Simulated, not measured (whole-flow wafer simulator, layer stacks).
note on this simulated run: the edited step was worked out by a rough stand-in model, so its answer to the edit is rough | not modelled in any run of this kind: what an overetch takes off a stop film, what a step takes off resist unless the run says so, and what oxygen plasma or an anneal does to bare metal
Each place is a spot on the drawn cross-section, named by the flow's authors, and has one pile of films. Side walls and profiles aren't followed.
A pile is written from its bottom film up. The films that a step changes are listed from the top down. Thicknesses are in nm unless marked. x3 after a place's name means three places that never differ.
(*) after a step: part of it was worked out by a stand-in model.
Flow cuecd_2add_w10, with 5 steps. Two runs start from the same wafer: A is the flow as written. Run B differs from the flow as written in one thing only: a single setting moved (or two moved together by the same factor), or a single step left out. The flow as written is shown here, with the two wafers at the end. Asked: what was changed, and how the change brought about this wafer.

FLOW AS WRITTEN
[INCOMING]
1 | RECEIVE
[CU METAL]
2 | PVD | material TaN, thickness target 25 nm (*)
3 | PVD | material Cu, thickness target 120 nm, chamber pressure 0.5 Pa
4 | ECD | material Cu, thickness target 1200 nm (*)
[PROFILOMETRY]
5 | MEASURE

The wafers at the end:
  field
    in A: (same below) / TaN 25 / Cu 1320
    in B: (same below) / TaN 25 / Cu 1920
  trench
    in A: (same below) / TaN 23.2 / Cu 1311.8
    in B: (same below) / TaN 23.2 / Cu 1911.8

What caused this: step 4, ECD: thickness target 1800 nm was run, though the flow has thickness target 1200 nm.

The path from the change to this, step by step:
  4 | ECD | material Cu, thickness target 1200 nm (*)
      field, trench: A +1200 Cu | B +1800 Cu
